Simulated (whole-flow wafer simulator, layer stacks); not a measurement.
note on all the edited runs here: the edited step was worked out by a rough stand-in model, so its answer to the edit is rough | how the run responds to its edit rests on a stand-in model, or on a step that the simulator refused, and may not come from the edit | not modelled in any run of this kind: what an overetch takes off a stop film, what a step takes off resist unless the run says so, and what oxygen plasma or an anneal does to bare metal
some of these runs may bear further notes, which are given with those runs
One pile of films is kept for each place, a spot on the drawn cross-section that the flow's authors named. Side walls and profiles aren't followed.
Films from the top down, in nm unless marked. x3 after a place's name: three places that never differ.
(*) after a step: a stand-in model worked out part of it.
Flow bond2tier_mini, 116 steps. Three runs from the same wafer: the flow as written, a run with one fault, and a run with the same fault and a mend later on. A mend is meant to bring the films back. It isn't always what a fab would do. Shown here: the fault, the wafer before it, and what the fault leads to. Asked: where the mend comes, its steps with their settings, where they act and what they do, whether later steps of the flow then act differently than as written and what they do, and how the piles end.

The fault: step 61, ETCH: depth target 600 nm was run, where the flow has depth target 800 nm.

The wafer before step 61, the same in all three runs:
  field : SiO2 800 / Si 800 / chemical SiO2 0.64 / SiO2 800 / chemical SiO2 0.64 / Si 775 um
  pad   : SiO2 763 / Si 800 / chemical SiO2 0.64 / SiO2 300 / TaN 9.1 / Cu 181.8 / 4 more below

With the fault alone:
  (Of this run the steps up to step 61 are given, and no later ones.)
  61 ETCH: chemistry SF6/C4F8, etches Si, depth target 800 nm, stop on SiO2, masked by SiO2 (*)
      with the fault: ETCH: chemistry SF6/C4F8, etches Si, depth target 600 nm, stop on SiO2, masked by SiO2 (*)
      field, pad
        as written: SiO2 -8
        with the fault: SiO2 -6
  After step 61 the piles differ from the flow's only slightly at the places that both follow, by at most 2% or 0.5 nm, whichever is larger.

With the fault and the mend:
  The mend comes after step 61.
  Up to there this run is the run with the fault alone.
  61a ETCH: chemistry SF6/C4F8, etches Si, depth target 200 nm, stop on SiO2, masked by SiO2 (*) (the flow's step 61 once more, with other settings)
      field, pad
        SiO2 -2
  No later step of the flow acts differently than as written at any place that is followed.
  At the end the piles are the same as the flow's at every place that both follow.
